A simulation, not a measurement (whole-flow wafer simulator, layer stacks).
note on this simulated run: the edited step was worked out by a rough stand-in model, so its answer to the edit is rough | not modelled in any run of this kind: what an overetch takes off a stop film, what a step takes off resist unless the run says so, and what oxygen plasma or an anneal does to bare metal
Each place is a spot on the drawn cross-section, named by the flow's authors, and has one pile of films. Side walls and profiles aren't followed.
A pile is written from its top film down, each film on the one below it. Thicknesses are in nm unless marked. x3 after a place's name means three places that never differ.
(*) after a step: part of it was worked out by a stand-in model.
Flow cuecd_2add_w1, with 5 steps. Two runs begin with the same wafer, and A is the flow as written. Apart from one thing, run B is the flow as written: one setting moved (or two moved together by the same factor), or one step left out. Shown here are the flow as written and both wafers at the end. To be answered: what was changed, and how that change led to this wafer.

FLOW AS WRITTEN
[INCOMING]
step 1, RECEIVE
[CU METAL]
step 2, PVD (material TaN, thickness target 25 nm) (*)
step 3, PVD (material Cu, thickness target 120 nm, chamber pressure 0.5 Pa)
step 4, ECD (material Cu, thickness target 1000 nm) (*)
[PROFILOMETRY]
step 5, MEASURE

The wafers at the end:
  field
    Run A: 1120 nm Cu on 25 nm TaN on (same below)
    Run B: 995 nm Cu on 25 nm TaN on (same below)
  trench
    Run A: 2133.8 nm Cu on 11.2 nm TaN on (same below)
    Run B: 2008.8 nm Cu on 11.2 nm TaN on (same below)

Cause: step 4, ECD: thickness target 875 nm was run, though the flow has thickness target 1000 nm.

How this came from the change, step by step:
  step 4, ECD (material Cu, thickness target 1000 nm) (*)
      field: A Cu gains 1000 | B Cu gains 875
      trench: A Cu gains 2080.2 | B Cu gains 1955.2
